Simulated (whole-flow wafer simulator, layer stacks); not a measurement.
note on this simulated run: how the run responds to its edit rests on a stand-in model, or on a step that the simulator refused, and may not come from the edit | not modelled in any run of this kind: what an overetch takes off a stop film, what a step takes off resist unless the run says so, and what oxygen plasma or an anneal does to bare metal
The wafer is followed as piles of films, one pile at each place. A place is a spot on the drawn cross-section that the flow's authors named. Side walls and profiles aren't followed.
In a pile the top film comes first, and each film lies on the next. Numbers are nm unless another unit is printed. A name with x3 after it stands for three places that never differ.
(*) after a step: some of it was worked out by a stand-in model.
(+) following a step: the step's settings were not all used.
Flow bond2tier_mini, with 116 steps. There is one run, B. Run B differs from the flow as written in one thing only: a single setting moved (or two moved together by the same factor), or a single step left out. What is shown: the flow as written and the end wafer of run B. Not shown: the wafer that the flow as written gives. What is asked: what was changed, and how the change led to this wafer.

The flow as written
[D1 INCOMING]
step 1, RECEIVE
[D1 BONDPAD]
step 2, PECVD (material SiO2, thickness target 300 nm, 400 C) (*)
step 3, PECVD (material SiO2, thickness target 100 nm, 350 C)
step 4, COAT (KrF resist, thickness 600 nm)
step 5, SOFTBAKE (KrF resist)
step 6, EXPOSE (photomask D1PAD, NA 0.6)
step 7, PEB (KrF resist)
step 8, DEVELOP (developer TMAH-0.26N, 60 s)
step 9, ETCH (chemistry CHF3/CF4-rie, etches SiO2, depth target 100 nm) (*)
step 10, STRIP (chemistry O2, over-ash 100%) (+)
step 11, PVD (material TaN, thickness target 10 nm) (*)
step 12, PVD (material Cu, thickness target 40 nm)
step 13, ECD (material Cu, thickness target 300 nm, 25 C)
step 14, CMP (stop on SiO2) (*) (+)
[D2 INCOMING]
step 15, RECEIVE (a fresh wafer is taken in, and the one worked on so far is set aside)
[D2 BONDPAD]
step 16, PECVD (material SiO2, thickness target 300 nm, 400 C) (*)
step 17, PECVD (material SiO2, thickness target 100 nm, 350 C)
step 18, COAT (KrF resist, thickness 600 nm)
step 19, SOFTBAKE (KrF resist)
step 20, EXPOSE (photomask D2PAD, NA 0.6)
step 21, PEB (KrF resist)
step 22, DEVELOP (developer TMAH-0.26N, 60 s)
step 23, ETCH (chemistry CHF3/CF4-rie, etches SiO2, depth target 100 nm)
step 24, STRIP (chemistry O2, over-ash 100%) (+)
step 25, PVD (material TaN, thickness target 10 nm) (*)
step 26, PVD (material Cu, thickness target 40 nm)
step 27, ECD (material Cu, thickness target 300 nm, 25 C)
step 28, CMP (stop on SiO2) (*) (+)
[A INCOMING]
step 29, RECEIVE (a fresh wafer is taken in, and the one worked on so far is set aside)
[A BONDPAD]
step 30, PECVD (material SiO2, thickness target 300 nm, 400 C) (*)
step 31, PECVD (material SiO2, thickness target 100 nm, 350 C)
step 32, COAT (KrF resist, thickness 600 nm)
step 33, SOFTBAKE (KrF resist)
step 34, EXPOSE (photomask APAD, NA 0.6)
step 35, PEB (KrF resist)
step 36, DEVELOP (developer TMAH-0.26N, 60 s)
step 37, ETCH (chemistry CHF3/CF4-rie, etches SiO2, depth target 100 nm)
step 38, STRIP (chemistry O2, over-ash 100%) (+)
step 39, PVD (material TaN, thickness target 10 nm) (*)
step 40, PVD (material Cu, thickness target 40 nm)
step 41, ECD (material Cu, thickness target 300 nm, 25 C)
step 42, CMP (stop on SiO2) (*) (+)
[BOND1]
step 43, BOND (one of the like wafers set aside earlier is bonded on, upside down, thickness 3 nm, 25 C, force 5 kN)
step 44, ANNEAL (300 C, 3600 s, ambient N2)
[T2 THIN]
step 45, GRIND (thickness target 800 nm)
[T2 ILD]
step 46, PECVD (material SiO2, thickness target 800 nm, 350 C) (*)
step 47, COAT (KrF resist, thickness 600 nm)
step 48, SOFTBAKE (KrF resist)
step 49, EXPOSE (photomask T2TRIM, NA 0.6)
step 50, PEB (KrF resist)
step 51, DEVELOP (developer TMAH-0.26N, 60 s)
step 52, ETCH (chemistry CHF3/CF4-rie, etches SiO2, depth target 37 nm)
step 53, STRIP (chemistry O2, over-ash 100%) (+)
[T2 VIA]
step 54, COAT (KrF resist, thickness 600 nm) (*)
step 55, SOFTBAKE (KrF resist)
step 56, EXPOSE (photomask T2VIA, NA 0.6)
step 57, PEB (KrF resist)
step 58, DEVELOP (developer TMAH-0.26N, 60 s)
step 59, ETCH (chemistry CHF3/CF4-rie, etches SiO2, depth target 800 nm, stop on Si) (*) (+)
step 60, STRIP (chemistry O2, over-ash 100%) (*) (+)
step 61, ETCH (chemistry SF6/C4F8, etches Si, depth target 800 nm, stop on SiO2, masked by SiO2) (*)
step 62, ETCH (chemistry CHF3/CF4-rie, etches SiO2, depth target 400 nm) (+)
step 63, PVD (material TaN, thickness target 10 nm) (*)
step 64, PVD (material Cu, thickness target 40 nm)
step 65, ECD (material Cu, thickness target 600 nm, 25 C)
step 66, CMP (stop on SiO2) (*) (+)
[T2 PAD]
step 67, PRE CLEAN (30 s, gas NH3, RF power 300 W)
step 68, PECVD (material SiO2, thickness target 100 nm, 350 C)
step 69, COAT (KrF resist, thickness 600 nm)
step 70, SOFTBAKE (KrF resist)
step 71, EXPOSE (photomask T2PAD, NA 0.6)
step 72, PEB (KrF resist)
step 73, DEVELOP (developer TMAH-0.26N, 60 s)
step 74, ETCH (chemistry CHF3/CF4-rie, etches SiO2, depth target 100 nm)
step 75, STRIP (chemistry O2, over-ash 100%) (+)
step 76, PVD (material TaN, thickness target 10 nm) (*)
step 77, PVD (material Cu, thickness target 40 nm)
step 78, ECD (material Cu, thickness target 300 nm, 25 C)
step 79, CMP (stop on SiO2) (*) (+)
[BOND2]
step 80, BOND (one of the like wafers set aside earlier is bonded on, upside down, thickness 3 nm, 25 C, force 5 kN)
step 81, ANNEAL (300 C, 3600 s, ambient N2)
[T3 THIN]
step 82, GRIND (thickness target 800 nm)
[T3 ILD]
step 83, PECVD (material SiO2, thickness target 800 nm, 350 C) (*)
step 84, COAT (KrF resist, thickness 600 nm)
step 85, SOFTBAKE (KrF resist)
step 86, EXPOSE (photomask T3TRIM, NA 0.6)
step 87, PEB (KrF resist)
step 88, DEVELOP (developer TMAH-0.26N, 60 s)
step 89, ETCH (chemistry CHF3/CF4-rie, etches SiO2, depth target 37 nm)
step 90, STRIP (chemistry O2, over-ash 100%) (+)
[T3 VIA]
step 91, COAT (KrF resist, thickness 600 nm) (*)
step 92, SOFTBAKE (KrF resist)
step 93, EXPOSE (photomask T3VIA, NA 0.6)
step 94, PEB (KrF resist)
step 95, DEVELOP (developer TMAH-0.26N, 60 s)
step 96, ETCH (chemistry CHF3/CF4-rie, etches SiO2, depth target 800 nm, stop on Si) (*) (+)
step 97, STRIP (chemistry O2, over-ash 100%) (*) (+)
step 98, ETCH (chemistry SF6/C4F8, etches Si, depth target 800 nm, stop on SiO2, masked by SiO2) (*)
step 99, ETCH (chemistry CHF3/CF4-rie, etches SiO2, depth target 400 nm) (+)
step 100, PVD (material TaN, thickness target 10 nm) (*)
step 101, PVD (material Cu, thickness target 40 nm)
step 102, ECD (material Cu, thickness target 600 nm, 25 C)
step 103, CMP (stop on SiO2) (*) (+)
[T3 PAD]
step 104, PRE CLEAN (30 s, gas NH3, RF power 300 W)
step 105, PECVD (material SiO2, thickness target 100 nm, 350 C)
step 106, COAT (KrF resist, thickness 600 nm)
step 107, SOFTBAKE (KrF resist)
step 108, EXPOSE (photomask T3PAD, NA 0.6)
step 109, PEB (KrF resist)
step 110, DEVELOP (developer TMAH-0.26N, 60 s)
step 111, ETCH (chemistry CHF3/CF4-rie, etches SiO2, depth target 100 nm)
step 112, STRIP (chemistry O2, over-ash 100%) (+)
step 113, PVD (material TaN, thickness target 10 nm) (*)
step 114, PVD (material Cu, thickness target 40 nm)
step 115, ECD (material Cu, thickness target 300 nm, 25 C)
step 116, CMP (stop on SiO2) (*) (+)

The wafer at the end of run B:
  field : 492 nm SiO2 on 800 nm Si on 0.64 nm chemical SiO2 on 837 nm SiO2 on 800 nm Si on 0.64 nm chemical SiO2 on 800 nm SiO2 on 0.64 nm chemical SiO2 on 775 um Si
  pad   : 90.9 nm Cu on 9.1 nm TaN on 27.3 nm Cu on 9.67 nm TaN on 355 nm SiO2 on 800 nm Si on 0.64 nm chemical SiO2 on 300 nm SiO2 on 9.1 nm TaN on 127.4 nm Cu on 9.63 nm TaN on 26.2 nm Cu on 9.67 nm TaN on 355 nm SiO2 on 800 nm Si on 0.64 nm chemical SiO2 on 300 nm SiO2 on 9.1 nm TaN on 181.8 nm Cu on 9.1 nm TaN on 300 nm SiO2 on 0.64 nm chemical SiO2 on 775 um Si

What caused this: step 68, PECVD: thickness target 45 nm was run, whereas the flow has thickness target 100 nm.

How this came from the change, step by step:
  step 68, PECVD (material SiO2, thickness target 100 nm, 350 C)
      field: +45 SiO2 (in the flow as written it would be: +100 SiO2)
      pad: +45 SiO2 (new film) (in the flow as written it would be: +100 SiO2 (new film))
  step 74, ETCH (chemistry CHF3/CF4-rie, etches SiO2, depth target 100 nm)
      pad: -45 SiO2 (all of it), -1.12 Cu (in the flow as written it would be: -100 SiO2 (all of it))
      field: -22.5 KrF resist (in the flow as written it would be: -33.3 KrF resist)
  step 76, PVD (material TaN, thickness target 10 nm) (*)
      pad: +9.63 TaN (new film) (in the flow as written it would be: +9.1 TaN (new film))
  step 77, PVD (material Cu, thickness target 40 nm)
      pad: +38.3 Cu (new film) (in the flow as written it would be: +36.4 Cu (new film))
  step 78, ECD (material Cu, thickness target 300 nm, 25 C)
      pad: +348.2 Cu (in the flow as written it would be: +404.5 Cu)
